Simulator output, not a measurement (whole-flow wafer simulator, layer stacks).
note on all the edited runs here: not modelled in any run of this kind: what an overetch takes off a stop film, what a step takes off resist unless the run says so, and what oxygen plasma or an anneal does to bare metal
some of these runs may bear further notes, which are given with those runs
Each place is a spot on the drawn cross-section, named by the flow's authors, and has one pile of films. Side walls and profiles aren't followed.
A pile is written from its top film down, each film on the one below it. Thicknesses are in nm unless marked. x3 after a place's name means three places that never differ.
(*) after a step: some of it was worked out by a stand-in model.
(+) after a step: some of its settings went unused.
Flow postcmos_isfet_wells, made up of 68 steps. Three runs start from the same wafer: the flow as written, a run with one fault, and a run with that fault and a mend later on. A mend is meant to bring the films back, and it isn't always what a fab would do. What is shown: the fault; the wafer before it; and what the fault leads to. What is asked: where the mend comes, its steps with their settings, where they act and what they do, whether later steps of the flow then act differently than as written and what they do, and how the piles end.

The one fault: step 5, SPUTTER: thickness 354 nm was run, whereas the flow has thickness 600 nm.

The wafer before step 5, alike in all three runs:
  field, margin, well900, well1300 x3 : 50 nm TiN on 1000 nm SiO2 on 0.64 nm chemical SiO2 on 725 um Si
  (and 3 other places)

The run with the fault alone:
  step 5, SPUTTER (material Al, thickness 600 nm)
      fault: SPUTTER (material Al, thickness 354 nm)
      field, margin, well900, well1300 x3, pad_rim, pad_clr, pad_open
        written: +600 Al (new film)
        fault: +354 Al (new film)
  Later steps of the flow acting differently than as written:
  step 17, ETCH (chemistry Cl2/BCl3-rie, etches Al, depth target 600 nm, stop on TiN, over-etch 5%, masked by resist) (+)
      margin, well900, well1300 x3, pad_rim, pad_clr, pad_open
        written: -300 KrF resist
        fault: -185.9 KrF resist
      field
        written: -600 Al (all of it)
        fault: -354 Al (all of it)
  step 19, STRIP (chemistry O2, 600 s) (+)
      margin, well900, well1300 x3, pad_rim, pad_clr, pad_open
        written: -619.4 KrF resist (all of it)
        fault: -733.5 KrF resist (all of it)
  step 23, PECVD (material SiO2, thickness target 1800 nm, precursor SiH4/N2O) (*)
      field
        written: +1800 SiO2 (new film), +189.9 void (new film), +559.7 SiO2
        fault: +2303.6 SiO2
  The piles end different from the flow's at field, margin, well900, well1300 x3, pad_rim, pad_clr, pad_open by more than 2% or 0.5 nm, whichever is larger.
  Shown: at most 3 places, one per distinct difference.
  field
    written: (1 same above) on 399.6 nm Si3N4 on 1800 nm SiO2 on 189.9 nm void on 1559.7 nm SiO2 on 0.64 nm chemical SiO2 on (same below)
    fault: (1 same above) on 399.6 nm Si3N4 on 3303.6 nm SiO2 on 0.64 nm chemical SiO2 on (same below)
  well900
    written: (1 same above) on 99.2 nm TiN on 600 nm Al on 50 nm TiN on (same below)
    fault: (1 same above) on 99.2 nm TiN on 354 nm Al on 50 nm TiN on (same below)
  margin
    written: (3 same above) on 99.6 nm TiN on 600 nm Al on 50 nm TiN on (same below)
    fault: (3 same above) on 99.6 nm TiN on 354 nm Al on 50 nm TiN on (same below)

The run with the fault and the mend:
  The mend stands after step 5.
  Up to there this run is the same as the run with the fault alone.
  step 5a, SPUTTER (material Al, thickness 246 nm) (a further turn of the flow's step 5, with different settings)
      field, margin, well900, well1300 x3, pad_rim, pad_clr, pad_open
        +246 Al
  Later steps of the flow that are run all act as written at every place that is followed.
  At every place that both follow, the piles at the end match the flow's.
